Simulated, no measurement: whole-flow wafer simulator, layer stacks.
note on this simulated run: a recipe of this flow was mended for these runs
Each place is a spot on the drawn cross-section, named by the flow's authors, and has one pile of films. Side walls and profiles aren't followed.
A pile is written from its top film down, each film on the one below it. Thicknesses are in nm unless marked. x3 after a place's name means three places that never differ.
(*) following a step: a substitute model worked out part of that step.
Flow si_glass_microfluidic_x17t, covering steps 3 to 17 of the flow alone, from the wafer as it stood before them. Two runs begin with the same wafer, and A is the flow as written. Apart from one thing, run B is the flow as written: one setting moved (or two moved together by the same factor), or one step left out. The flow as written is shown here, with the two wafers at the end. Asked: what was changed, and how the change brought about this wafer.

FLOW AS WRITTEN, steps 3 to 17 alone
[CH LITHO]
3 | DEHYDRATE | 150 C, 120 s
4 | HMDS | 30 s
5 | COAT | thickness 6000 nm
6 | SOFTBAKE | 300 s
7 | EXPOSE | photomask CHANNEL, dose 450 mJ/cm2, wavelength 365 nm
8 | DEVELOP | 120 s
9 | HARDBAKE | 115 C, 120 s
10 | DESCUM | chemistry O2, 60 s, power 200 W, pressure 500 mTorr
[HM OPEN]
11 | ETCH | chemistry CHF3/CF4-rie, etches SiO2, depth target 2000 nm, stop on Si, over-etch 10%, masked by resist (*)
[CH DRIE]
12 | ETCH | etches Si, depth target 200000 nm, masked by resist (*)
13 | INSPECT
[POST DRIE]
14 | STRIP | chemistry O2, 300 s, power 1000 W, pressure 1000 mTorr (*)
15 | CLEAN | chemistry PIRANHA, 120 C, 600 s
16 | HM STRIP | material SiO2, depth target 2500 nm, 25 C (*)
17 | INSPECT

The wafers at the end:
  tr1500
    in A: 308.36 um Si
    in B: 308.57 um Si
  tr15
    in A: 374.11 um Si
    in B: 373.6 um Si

The reason: step 5, COAT: thickness 4560 nm was run, while the flow as written has thickness 6000 nm.

How this came from the change, step by step:
  5 | COAT | thickness 6000 nm
      land, tr110, tr1500, tr15: A +6000 thick-i-line-resist (new film) | B +4560 thick-i-line-resist (new film)
  8 | DEVELOP | 120 s
      tr110, tr1500, tr15: A -6000 thick-i-line-resist (all of it) | B -4560 thick-i-line-resist (all of it)
  9 | HARDBAKE | 115 C, 120 s
      land: A -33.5 thick-i-line-resist | B -22.6 thick-i-line-resist
  12 | ETCH | etches Si, depth target 200000 nm, masked by resist (*)
      tr1500: A -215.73 um Si | B -215.53 um Si
      tr15: A -149.99 um Si | B -150.5 um Si
  14 | STRIP | chemistry O2, 300 s, power 1000 W, pressure 1000 mTorr (*)
      land: A -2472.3 thick-i-line-resist (all of it) | B -1045.8 thick-i-line-resist (all of it)
